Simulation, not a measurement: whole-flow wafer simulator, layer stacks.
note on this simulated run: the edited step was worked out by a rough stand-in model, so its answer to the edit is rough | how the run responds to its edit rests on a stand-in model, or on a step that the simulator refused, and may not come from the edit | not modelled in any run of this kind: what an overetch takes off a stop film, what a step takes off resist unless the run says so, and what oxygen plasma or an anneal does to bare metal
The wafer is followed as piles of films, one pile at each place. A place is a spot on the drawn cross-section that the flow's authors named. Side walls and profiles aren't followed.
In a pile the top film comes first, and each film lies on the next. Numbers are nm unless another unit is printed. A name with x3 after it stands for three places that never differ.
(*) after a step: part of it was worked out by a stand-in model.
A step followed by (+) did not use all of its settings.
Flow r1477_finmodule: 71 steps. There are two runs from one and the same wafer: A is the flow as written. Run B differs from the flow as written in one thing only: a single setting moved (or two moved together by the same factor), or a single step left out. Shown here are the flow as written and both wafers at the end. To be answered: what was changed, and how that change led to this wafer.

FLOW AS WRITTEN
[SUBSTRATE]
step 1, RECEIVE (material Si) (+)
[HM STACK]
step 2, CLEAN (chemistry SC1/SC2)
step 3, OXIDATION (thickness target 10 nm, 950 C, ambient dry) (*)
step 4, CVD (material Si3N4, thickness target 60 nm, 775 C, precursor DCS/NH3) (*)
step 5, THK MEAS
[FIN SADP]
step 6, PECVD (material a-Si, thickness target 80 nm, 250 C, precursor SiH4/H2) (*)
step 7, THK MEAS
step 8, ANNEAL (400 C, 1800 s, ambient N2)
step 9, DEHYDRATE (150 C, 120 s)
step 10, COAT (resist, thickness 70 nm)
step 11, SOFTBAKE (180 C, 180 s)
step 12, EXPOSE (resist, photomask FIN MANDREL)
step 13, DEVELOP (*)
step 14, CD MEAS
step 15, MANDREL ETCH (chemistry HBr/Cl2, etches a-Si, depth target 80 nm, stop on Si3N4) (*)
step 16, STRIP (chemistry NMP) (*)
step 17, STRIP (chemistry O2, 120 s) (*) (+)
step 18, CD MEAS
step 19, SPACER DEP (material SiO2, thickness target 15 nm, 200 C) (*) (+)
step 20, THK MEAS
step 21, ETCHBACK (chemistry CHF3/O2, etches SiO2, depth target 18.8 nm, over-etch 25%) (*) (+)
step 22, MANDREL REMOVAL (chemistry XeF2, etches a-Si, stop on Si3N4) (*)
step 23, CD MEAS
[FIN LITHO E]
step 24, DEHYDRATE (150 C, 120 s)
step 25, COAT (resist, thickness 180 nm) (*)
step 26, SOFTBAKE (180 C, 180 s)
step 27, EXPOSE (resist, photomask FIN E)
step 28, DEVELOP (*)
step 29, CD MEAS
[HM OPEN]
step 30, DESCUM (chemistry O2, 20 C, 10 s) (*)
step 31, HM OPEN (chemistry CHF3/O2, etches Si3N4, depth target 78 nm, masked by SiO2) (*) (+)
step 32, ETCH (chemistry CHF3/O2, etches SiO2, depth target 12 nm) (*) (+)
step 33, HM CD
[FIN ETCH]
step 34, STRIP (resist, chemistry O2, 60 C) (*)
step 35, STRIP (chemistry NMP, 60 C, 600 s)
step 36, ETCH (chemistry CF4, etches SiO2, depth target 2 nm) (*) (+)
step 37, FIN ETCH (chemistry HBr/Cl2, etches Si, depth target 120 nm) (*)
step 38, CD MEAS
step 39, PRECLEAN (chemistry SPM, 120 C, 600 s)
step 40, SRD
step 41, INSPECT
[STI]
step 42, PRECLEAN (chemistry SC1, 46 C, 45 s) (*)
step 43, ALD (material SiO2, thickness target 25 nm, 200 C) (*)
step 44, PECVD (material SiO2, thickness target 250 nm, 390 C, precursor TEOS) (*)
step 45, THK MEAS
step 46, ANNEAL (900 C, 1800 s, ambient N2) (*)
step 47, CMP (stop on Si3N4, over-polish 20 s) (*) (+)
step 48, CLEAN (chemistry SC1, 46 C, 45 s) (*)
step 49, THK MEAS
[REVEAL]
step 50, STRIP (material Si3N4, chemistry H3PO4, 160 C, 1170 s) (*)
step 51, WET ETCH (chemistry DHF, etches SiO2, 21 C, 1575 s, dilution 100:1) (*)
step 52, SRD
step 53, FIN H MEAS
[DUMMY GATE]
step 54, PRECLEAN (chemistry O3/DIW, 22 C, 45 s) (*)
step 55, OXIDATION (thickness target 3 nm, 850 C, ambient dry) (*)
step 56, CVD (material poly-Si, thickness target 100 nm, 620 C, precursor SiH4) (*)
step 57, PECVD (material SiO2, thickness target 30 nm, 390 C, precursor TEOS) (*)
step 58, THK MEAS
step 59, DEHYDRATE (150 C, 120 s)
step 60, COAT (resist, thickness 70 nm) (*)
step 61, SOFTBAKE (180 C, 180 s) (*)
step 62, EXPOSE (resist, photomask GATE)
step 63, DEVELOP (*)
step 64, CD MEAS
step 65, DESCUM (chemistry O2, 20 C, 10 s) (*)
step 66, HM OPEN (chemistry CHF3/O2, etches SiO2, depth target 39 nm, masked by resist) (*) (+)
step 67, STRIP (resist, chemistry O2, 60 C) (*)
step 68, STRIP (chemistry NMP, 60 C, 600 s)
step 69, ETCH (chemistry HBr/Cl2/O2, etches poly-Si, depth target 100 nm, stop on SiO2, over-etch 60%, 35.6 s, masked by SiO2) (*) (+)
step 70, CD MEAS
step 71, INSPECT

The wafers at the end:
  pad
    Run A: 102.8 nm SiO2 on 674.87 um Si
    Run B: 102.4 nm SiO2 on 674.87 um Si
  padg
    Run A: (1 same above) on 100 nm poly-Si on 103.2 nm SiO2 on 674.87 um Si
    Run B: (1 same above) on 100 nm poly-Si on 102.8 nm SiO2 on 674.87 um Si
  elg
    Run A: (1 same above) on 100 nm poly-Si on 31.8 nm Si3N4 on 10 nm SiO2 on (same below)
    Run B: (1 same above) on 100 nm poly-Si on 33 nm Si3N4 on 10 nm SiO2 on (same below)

Cause: step 36, ETCH: depth target 0.9 nm was run, while the flow as written has depth target 2 nm.

How this came from the change, step by step:
  step 36, ETCH (chemistry CF4, etches SiO2, depth target 2 nm) (*) (+)
      pad, padg, esg and 19 more: A -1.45 chemical SiO2 (all of it), -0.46 Si | B -0.9 chemical SiO2
      elg, e40lg, e100lg, e200lg, elo, e40lo, e100lo, e200lo: A -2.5 Si3N4 | B -1.12 Si3N4
      (as well as at 6 more places)
  step 37, FIN ETCH (chemistry HBr/Cl2, etches Si, depth target 120 nm) (*)
      pad, padg, esg and 19 more: A -120 Si | B -0.55 chemical SiO2 (all of it), -120 Si
  step 51, WET ETCH (chemistry DHF, etches SiO2, 21 C, 1575 s, dilution 100:1) (*)
      elg, e40lg, e100lg, e200lg, elo, e40lo, e100lo, e200lo: A -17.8 SiO2 (all of it), -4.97 Si3N4 | B -16.5 SiO2 (all of it), -5.08 Si3N4
